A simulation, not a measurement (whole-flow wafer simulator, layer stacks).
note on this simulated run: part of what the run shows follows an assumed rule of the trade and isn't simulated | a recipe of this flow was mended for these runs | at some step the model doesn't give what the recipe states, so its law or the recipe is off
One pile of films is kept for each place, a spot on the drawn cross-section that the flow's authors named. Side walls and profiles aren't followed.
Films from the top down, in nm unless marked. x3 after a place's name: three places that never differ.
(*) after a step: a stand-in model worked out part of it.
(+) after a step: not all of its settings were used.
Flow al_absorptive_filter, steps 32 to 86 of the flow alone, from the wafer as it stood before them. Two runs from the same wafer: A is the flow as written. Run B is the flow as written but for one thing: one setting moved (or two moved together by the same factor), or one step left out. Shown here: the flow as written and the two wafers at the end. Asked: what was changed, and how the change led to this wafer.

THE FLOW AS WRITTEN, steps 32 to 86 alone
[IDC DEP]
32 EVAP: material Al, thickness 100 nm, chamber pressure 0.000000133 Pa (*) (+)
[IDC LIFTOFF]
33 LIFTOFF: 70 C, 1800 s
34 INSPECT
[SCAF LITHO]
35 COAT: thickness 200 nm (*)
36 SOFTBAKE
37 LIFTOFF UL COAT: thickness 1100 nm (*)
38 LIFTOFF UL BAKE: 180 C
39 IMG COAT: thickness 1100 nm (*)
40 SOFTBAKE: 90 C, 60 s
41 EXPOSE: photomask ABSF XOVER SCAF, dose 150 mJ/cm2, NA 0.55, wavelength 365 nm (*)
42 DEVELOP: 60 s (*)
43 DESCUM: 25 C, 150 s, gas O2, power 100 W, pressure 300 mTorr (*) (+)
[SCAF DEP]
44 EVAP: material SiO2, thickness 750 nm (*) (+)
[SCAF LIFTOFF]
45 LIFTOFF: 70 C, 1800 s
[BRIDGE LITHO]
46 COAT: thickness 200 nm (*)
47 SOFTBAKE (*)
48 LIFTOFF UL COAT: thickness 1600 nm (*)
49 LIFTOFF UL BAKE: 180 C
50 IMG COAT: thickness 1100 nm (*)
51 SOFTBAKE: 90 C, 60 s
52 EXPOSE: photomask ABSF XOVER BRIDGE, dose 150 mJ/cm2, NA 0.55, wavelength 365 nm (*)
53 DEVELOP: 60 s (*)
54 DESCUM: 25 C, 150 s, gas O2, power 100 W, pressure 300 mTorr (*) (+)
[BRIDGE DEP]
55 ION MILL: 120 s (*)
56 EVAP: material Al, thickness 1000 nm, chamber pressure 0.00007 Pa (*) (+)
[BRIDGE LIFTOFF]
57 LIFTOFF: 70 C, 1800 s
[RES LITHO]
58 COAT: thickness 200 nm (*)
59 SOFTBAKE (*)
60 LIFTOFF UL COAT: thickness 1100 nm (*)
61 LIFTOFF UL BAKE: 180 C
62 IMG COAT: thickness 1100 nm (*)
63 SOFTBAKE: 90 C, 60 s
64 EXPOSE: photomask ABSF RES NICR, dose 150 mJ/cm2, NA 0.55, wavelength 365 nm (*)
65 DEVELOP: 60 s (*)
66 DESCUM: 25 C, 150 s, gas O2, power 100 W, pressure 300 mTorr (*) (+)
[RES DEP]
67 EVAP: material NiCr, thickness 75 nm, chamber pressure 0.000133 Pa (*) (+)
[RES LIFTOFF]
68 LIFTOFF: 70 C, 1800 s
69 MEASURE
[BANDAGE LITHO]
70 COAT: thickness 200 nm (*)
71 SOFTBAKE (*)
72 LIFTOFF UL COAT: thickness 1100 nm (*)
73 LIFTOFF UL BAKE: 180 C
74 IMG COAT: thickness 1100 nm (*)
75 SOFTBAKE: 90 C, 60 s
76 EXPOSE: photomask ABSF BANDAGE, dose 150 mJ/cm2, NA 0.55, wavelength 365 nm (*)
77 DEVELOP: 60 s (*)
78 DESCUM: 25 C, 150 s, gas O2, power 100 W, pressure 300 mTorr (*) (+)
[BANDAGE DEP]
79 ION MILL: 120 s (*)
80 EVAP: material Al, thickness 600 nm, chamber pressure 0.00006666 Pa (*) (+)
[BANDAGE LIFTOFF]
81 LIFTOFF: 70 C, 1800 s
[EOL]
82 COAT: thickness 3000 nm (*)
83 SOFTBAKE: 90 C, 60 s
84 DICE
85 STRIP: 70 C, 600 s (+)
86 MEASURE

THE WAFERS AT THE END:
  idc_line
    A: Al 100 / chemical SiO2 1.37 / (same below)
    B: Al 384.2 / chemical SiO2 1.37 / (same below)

The cause: step 32, EVAP: thickness 125.3 nm was run, where the flow has thickness 100 nm.

How the change led to this, step by step:
  32 EVAP: material Al, thickness 100 nm, chamber pressure 0.000000133 Pa (*) (+)
      gnd, pad_far, pad_near and 10 more: A Al +100 (new film) | B Al +125.3 (new film)
      idc_line: A Al +100 (new film) | B Al +384.2 (new film)
  33 LIFTOFF: 70 C, 1800 s
      gnd, xa_field, xa_margin, xa_strip, xl_land, idc_field, idc_space: A Al -100 (all of it), e-beam-resist -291 (all of it) | B Al -125.3 (all of it), e-beam-resist -291 (all of it)
      pad_far: A Al -100 (all of it), e-beam-resist -287 (all of it) | B Al -125.3 (all of it), e-beam-resist -287 (all of it)
      (and at 5 more places)
  35 COAT: thickness 200 nm (*)
      idc_line: A acrylic-e-beam-resist +125.3 (new film) | B acrylic-e-beam-resist +3 (new film)
      idc_space: A acrylic-e-beam-resist +228.2 (new film) | B acrylic-e-beam-resist +368 (new film)
  37 LIFTOFF UL COAT: thickness 1100 nm (*)
      idc_line: A lift-off-underlayer +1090 (new film) | B lift-off-underlayer +996.7 (new film)
      idc_space: A lift-off-underlayer +1087.8 (new film) | B lift-off-underlayer +1016.9 (new film)
  45 LIFTOFF: 70 C, 1800 s
      idc_line: A SiO2 -750 (all of it), i-line-resist -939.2 (all of it), lift-off-underlayer -1090 (all of it), acrylic-e-beam-resist -125.3 (all of it) | B SiO2 -750 (all of it), i-line-resist -937.4 (all of it), lift-off-underlayer -996.7 (all of it), acrylic-e-beam-resist -3 (all of it)
      idc_space: A SiO2 -750 (all of it), i-line-resist -939.1 (all of it), lift-off-underlayer -1087.8 (all of it), acrylic-e-beam-resist -228.2 (all of it) | B SiO2 -750 (all of it), i-line-resist -937 (all of it), lift-off-underlayer -1016.9 (all of it), acrylic-e-beam-resist -368 (all of it)
  46 COAT: thickness 200 nm (*)
      idc_line: A acrylic-e-beam-resist +129.8 (new film) | B acrylic-e-beam-resist +3 (new film)
      idc_space: A acrylic-e-beam-resist +229.8 (new film) | B acrylic-e-beam-resist +376.7 (new film)
  48 LIFTOFF UL COAT: thickness 1600 nm (*)
      idc_line: A lift-off-underlayer +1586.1 (new film) | B lift-off-underlayer +1493.3 (new film)
      idc_space: A lift-off-underlayer +1586.9 (new film) | B lift-off-underlayer +1504.5 (new film)
  57 LIFTOFF: 70 C, 1800 s
      idc_line: A Al -1000 (all of it), i-line-resist -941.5 (all of it), lift-off-underlayer -1586.1 (all of it), acrylic-e-beam-resist -129.8 (all of it) | B Al -1000 (all of it), i-line-resist -940.7 (all of it), lift-off-underlayer -1493.3 (all of it), acrylic-e-beam-resist -3 (all of it)
      idc_space: A Al -1000 (all of it), i-line-resist -941.5 (all of it), lift-off-underlayer -1586.9 (all of it), acrylic-e-beam-resist -229.8 (all of it) | B Al -1000 (all of it), i-line-resist -940.7 (all of it), lift-off-underlayer -1504.5 (all of it), acrylic-e-beam-resist -376.7 (all of it)
  58 COAT: thickness 200 nm (*)
      idc_line: A acrylic-e-beam-resist +129.8 (new film) | B acrylic-e-beam-resist +3 (new film)
      idc_space: A acrylic-e-beam-resist +229.8 (new film) | B acrylic-e-beam-resist +376.7 (new film)
  60 LIFTOFF UL COAT: thickness 1100 nm (*)
      idc_line: A lift-off-underlayer +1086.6 (new film) | B lift-off-underlayer +998.4 (new film)
      idc_space: A lift-off-underlayer +1087.4 (new film) | B lift-off-underlayer +1009.6 (new film)
  68 LIFTOFF: 70 C, 1800 s
      idc_line: A NiCr -75 (all of it), i-line-resist -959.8 (all of it), lift-off-underlayer -1086.6 (all of it), acrylic-e-beam-resist -129.8 (all of it) | B NiCr -75 (all of it), i-line-resist -957.6 (all of it), lift-off-underlayer -998.4 (all of it), acrylic-e-beam-resist -3 (all of it)
      idc_space: A NiCr -75 (all of it), i-line-resist -959.8 (all of it), lift-off-underlayer -1087.4 (all of it), acrylic-e-beam-resist -229.8 (all of it) | B NiCr -75 (all of it), i-line-resist -957.7 (all of it), lift-off-underlayer -1009.6 (all of it), acrylic-e-beam-resist -376.7 (all of it)
  70 COAT: thickness 200 nm (*)
      idc_line: A acrylic-e-beam-resist +129.8 (new film) | B acrylic-e-beam-resist +3 (new film)
      idc_space: A acrylic-e-beam-resist +229.8 (new film) | B acrylic-e-beam-resist +376.7 (new film)
  72 LIFTOFF UL COAT: thickness 1100 nm (*)
      idc_line: A lift-off-underlayer +1086.6 (new film) | B lift-off-underlayer +998.4 (new film)
      idc_space: A lift-off-underlayer +1087.4 (new film) | B lift-off-underlayer +1009.6 (new film)
  81 LIFTOFF: 70 C, 1800 s
      idc_line: A Al -600 (all of it), i-line-resist -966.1 (all of it), lift-off-underlayer -1086.6 (all of it), acrylic-e-beam-resist -129.8 (all of it) | B Al -600 (all of it), i-line-resist -963.9 (all of it), lift-off-underlayer -998.4 (all of it), acrylic-e-beam-resist -3 (all of it)
      idc_space: A Al -600 (all of it), i-line-resist -966.1 (all of it), lift-off-underlayer -1087.4 (all of it), acrylic-e-beam-resist -229.8 (all of it) | B Al -600 (all of it), i-line-resist -964 (all of it), lift-off-underlayer -1009.6 (all of it), acrylic-e-beam-resist -376.7 (all of it)
  82 COAT: thickness 3000 nm (*)
      idc_line: A i-line-resist +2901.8 (new film) | B i-line-resist +2625.5 (new film)
  83 SOFTBAKE: 90 C, 60 s
      idc_line: A i-line-resist -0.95 | B i-line-resist -4.31
      idc_space: A i-line-resist -0.95 | B i-line-resist -4.3
  85 STRIP: 70 C, 600 s (+)
      idc_line: A i-line-resist -2900.9 (all of it) | B i-line-resist -2621.2 (all of it)
